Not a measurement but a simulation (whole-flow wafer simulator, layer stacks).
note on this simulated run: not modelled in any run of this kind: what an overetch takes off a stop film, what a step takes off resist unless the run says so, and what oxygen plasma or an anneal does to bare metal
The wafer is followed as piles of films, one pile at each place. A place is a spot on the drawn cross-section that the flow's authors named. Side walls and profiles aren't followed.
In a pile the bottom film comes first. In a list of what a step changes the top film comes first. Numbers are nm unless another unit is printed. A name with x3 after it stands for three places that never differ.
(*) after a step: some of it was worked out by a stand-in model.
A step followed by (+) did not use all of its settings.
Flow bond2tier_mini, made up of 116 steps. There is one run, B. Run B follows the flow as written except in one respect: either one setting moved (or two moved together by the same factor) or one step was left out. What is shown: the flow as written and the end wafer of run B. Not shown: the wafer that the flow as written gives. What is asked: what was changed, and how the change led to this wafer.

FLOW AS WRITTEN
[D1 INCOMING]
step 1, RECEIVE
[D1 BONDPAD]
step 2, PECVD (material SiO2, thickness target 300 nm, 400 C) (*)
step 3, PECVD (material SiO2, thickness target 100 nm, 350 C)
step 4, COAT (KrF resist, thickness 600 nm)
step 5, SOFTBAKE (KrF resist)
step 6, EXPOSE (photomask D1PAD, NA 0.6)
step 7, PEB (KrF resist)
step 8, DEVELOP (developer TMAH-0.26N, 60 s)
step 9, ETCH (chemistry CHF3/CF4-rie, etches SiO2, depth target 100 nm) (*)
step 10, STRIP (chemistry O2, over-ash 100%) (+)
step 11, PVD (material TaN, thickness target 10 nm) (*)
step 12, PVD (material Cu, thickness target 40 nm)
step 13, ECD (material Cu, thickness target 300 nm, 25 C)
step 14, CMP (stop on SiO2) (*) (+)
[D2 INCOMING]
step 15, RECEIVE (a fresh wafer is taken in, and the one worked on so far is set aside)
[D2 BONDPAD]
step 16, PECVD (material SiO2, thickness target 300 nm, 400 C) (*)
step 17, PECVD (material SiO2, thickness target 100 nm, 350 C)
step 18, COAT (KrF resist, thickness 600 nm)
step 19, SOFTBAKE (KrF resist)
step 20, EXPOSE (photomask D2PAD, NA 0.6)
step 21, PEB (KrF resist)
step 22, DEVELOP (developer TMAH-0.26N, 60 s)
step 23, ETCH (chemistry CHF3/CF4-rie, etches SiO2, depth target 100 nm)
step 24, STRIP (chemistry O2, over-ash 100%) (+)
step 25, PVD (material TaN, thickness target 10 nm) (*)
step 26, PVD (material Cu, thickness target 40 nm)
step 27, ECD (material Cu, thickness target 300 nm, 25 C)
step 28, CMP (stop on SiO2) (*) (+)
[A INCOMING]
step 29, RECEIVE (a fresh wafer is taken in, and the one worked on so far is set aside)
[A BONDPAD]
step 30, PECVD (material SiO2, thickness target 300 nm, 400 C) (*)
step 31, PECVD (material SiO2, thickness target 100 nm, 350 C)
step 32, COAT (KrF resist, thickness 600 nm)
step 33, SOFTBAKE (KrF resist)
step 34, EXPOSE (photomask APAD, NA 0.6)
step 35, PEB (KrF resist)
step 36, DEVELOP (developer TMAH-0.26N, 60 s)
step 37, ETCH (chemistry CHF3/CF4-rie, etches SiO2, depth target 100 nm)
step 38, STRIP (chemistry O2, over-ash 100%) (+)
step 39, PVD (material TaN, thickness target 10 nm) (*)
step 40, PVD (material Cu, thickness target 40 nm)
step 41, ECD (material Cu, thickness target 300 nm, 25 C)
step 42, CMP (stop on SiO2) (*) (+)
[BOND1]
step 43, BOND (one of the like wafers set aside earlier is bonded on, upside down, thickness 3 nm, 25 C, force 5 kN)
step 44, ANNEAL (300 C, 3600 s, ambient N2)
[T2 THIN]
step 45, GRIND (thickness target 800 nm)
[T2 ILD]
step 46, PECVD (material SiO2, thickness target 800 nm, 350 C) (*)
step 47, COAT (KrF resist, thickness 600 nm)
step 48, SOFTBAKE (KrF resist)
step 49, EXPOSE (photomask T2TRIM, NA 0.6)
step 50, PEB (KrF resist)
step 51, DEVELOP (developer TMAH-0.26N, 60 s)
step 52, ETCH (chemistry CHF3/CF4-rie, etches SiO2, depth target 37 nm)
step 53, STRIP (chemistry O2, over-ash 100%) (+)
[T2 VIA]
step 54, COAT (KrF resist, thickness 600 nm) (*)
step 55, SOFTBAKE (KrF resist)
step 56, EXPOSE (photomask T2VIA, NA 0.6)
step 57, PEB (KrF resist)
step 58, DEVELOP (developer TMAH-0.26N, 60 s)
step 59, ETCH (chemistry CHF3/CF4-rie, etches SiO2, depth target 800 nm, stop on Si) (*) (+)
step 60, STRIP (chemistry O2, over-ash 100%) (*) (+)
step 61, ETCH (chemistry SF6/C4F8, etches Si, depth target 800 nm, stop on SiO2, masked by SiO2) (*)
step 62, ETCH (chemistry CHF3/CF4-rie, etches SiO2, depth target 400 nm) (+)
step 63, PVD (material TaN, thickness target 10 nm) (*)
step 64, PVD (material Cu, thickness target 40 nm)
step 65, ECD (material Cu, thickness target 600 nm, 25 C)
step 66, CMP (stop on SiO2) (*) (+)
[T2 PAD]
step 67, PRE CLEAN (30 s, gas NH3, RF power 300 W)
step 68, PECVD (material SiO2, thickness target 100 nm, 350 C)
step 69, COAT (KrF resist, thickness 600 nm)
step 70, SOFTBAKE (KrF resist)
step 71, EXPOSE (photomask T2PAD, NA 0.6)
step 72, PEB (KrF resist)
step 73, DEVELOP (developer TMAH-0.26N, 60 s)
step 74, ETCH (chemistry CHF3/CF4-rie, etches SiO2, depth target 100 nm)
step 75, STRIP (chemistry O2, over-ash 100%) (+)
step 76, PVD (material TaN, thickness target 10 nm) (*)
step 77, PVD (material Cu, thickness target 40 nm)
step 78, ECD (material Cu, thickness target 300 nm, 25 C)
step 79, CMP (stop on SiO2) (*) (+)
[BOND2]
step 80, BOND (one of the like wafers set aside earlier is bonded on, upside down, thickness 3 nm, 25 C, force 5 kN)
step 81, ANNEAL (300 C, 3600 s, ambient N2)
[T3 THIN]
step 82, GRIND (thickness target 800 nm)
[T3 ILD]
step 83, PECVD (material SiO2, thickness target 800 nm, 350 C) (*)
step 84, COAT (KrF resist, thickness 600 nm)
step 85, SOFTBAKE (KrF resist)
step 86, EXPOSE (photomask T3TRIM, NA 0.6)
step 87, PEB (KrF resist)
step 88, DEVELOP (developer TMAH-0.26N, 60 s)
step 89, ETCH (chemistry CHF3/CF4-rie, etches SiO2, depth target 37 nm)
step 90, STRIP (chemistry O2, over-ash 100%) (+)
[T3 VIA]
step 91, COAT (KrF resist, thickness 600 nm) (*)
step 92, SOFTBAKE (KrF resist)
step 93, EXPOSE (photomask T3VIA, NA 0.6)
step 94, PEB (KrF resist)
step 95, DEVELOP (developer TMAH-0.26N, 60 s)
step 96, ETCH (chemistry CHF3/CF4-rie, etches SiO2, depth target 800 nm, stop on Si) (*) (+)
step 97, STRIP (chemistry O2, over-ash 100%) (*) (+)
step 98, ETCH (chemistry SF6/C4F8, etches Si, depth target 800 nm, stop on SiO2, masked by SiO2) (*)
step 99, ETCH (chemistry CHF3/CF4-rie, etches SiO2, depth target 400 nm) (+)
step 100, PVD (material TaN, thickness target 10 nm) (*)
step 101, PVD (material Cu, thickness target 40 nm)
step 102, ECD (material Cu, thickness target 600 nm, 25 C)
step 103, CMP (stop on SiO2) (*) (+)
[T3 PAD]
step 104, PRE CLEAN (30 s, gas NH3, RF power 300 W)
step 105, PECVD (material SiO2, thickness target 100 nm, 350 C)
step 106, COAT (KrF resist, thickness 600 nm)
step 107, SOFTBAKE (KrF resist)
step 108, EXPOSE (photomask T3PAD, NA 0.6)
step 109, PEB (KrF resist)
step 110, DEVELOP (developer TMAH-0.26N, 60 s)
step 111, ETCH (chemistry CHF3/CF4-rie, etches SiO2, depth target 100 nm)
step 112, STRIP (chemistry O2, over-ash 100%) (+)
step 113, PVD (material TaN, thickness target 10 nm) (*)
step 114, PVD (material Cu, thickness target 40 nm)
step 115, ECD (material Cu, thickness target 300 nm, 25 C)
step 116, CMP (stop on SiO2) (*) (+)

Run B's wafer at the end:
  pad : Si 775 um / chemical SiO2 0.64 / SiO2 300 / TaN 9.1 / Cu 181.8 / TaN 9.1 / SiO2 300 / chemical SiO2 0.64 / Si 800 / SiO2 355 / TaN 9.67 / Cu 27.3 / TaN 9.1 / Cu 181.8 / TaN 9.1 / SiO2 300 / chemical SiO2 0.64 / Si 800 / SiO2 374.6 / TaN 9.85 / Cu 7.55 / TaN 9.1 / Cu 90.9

Cause: step 89, ETCH: depth target 17.4 nm was run, though the flow has depth target 37 nm.

The path from the change to this, step by step:
  step 89, ETCH (chemistry CHF3/CF4-rie, etches SiO2, depth target 37 nm)
      field: -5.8 KrF resist (as written it would have been: -12.3 KrF resist)
      pad: -17.4 SiO2 (as written it would have been: -37 SiO2)
  step 97, STRIP (chemistry O2, over-ash 100%) (*) (+)
      field: -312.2 KrF resist (all of it) (as written it would have been: -303.9 KrF resist (all of it))
      pad: -327.3 KrF resist (all of it) (as written it would have been: -336 KrF resist (all of it))
  step 102, ECD (material Cu, thickness target 600 nm, 25 C)
      pad: +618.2 Cu (as written it would have been: +638.7 Cu)
